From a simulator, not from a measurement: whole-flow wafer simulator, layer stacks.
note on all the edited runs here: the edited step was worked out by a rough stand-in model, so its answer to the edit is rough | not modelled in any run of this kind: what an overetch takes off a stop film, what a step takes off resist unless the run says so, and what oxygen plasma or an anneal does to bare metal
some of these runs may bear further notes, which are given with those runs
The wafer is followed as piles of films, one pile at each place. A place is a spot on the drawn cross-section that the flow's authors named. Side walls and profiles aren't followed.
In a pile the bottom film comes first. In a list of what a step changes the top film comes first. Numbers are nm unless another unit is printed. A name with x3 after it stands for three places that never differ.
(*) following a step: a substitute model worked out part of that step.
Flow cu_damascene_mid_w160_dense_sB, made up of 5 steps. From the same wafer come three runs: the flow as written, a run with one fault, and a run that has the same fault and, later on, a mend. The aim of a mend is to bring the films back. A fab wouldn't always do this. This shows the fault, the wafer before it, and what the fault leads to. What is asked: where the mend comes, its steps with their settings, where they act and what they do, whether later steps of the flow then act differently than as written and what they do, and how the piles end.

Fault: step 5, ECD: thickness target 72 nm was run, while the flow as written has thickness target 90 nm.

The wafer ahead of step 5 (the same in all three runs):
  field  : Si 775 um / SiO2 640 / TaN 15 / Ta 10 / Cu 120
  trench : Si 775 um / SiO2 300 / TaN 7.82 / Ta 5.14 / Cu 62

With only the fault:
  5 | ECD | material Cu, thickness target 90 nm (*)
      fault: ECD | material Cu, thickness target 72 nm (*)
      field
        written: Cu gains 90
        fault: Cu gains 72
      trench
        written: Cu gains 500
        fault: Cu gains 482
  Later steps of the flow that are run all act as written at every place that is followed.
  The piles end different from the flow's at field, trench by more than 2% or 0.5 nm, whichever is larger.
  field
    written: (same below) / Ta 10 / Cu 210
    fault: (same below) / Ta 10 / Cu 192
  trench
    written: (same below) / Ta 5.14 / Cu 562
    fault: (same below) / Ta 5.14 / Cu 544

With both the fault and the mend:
  The mend follows step 5.
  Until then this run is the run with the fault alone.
  5a | ECD | material Cu, thickness target 18 nm (a further turn of the flow's step 5, with different settings)
      field, trench
        Cu gains 18
  Later steps of the flow that are run all act as written at every place that is followed.
  At every place that both follow, the piles at the end match the flow's.
